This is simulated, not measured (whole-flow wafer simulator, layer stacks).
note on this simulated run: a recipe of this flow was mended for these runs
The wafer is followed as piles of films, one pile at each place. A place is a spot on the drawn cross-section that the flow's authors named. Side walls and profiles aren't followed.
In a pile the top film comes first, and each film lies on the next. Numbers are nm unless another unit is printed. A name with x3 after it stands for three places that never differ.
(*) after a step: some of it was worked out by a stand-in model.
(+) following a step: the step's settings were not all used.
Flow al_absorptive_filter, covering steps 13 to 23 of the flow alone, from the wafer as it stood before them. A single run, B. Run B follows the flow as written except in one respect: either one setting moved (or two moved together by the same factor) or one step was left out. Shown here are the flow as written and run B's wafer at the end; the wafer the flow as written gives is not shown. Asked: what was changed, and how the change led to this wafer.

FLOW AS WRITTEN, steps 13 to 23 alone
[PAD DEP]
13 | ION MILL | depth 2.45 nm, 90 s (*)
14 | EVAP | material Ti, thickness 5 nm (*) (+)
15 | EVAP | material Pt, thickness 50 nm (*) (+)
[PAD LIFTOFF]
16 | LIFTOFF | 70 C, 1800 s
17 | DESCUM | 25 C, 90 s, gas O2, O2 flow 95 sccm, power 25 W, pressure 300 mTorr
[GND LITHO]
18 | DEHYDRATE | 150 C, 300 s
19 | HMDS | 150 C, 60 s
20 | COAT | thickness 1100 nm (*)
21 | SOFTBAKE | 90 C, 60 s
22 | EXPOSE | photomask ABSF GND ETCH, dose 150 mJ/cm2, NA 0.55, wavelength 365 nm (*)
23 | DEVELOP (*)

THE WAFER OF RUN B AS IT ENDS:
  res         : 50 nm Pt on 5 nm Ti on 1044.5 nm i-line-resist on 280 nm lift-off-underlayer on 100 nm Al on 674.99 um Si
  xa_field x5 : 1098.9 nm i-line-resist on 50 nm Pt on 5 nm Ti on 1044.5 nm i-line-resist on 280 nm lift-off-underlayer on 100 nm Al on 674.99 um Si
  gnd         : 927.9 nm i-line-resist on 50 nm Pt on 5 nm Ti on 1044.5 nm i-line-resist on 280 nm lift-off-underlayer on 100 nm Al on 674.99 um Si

Cause: step 16, LIFTOFF: 70 C, 1800 s, was skipped.

Step by step, how the change led to this:
  20 | COAT | thickness 1100 nm (*)
      gnd: +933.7 i-line-resist (new film) (it would be, as written: +1101.5 i-line-resist (new film))
      pad_far: +1957.9 i-line-resist (new film) (it would be, as written: +1092.6 i-line-resist (new film))
      (as well as at 3 more places)
  21 | SOFTBAKE | 90 C, 60 s
      gnd: -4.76 i-line-resist (it would be, as written: nothing)
      pad_far: +6.39 i-line-resist (it would be, as written: -0.05 i-line-resist)
      (as well as at 3 more places)
  23 | DEVELOP (*)
      xl_gap x4: -1100 i-line-resist (all of it) (it would be, as written: -1100 i-line-resist (all of it), -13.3 Al)
      res: -913.2 i-line-resist (all of it) (it would be, as written: -1101.7 i-line-resist (all of it), -13.3 Al)
If metal films that touch count as one body, res has 2 bodies (between them, from the top down: i-line-resist 1044.5 / lift-off-underlayer 280); the flow as written gives 1 body.
If metal films that touch count as one body, xa_field x5 has 2 bodies (between them, from the top down: i-line-resist 1044.5 / lift-off-underlayer 280); the flow as written gives 1 body.
If metal films that touch count as one body, gnd has 2 bodies (between them, from the top down: i-line-resist 1044.5 / lift-off-underlayer 280); the flow as written gives 1 body.
